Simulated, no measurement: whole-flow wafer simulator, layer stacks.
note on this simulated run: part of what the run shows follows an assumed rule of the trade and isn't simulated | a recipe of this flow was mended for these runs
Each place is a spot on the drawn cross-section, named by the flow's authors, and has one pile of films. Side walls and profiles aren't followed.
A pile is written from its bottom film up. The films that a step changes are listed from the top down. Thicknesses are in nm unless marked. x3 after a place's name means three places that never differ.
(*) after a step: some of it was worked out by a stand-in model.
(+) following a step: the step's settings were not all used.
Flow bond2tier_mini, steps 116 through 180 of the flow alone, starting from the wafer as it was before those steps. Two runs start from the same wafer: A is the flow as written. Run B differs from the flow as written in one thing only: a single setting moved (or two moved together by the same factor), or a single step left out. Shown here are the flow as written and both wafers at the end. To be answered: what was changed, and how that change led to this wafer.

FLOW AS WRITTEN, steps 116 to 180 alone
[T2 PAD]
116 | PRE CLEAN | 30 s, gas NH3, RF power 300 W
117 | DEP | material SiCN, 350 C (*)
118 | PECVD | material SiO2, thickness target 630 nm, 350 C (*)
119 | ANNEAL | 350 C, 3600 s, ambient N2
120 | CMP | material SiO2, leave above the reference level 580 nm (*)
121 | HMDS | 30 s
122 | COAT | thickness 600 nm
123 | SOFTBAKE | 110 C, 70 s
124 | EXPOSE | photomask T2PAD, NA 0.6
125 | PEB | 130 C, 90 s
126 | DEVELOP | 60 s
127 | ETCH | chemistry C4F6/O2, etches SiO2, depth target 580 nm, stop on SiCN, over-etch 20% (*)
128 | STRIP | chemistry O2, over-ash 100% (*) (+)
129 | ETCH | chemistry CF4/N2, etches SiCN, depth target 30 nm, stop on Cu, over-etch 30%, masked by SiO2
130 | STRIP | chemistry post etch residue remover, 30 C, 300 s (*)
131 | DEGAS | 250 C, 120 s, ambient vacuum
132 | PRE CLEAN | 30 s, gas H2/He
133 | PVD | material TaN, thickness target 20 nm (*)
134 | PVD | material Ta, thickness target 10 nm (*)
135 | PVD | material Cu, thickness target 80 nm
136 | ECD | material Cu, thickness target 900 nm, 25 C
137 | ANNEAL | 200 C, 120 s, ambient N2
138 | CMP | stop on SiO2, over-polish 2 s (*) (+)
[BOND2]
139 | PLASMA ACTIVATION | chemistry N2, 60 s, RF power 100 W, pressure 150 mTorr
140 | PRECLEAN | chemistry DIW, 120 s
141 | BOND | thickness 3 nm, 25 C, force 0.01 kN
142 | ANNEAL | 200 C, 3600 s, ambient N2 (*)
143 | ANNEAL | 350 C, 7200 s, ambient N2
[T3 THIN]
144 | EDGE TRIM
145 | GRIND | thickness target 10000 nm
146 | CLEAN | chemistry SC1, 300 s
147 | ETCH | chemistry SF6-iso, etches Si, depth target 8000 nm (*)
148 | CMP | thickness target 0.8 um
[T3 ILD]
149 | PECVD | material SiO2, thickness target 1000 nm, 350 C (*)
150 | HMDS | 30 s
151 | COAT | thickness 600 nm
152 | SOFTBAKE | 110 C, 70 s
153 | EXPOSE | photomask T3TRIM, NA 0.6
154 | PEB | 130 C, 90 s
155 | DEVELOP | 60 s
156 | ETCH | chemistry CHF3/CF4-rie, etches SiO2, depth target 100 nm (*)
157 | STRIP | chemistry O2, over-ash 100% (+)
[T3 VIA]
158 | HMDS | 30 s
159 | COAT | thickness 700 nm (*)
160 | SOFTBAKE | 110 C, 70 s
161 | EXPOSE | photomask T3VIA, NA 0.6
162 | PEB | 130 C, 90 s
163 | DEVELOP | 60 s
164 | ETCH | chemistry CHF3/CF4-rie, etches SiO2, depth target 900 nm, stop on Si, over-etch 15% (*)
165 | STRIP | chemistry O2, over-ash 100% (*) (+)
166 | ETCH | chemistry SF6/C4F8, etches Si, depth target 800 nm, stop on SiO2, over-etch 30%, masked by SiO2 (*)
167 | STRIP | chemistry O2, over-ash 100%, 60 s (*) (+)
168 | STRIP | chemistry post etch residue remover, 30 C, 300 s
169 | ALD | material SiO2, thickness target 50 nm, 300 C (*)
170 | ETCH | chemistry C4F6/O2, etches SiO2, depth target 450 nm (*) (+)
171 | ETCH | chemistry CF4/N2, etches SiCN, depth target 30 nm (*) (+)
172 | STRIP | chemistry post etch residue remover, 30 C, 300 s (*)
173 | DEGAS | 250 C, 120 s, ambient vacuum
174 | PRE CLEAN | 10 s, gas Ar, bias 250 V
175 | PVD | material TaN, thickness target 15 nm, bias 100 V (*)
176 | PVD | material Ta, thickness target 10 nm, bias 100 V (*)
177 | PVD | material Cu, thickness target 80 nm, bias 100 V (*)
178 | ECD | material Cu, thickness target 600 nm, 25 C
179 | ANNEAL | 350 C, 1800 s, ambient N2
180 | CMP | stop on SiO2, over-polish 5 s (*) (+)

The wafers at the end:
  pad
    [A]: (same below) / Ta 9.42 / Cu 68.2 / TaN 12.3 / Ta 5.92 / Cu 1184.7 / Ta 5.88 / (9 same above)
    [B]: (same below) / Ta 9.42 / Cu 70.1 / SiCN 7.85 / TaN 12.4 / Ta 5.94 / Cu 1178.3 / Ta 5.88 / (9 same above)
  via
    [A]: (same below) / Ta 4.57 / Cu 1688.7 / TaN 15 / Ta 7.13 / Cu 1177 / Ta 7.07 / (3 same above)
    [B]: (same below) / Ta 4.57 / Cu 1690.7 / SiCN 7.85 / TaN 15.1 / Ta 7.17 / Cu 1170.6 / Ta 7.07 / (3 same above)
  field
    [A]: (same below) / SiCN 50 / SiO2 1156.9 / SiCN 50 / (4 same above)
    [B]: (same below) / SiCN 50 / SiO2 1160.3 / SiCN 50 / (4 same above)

Cause: step 127, ETCH: over-etch 8.5% was run, while the flow as written has over-etch 20%; step 129, ETCH: over-etch 12.8% was run, where the flow has over-etch 30%.

Step by step, how the change led to this:
  127 | ETCH | chemistry C4F6/O2, etches SiO2, depth target 580 nm, stop on SiCN, over-etch 20% (*)
      pad, via: A SiO2 loses 580 (all of it), SiCN loses 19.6 | B SiO2 loses 580 (all of it), SiCN loses 8.31
      field: A thick-KrF-resist loses 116 | B thick-KrF-resist loses 104.9
  128 | STRIP | chemistry O2, over-ash 100% (*) (+)
      field: A thick-KrF-resist loses 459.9 (all of it) | B thick-KrF-resist loses 471.1 (all of it)
  129 | ETCH | chemistry CF4/N2, etches SiCN, depth target 30 nm, stop on Cu, over-etch 30%, masked by SiO2
      pad, via: A SiCN loses 30.4 (all of it), Cu loses 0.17 | B SiCN loses 33.8
      field: A SiO2 loses 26 | B SiO2 loses 22.6
  130 | STRIP | chemistry post etch residue remover, 30 C, 300 s (*)
      pad, via: A Cu loses 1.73 | B nothing
With metal films that touch counted as one body, pad has 4 bodies (between them, from the top down: SiO2 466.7 / Si 800 / chemical SiO2 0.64 / SiO2 300 / SiCN 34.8; SiCN 7.85; SiO2 466.7 / Si 800 / chemical SiO2 0.64 / SiO2 300 / SiCN 34.8); the flow as written gives 3 bodies (between them, from the top down: SiO2 466.7 / Si 800 / chemical SiO2 0.64 / SiO2 300 / SiCN 34.8; SiO2 466.7 / Si 800 / chemical SiO2 0.64 / SiO2 300 / SiCN 34.8).
With metal films that touch counted as one body, via has 2 bodies (between them, from the top down: SiCN 7.85); the flow as written gives 1 body.
